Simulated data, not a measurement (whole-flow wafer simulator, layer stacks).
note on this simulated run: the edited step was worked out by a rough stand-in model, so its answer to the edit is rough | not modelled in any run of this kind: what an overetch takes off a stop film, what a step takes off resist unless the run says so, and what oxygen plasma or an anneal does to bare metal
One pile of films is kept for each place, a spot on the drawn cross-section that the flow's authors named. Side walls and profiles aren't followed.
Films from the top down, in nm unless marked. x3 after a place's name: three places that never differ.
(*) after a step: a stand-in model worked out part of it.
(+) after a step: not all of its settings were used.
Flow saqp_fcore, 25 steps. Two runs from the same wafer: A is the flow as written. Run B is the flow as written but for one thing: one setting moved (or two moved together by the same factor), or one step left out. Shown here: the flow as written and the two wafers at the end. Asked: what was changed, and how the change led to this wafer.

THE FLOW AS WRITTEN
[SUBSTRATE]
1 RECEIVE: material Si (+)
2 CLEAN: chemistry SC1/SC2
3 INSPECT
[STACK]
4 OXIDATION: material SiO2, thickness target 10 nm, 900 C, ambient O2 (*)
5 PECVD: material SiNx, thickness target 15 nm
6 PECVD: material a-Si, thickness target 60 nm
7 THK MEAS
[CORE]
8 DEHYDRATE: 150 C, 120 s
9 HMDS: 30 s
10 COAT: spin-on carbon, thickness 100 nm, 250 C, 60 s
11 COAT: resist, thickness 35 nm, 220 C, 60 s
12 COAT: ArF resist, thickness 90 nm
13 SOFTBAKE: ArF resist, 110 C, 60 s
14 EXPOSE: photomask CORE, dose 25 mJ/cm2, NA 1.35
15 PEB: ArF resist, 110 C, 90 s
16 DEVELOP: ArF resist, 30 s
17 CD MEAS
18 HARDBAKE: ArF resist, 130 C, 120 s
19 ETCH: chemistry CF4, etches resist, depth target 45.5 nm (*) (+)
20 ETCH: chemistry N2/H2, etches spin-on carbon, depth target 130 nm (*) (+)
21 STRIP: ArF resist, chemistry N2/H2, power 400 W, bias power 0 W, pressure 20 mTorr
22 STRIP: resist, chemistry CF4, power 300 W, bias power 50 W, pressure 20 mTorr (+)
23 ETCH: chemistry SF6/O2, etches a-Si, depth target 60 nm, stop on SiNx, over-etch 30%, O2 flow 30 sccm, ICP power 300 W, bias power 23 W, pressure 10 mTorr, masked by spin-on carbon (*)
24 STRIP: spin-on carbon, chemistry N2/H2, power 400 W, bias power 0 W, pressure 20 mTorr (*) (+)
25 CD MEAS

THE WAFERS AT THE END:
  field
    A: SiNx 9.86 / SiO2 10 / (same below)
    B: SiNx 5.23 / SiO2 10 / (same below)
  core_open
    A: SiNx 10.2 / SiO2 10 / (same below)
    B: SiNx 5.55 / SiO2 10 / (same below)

The cause: step 23, ETCH: depth target 88.5 nm was run, where the flow has depth target 60 nm.

How the change led to this, step by step:
  23 ETCH: chemistry SF6/O2, etches a-Si, depth target 60 nm, stop on SiNx, over-etch 30%, O2 flow 30 sccm, ICP power 300 W, bias power 23 W, pressure 10 mTorr, masked by spin-on carbon (*)
      field: A a-Si -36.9 (all of it), SiNx -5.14 | B a-Si -36.9 (all of it), SiNx -9.77
      core_open: A a-Si -39.4 (all of it), SiNx -4.82 | B a-Si -39.4 (all of it), SiNx -9.45
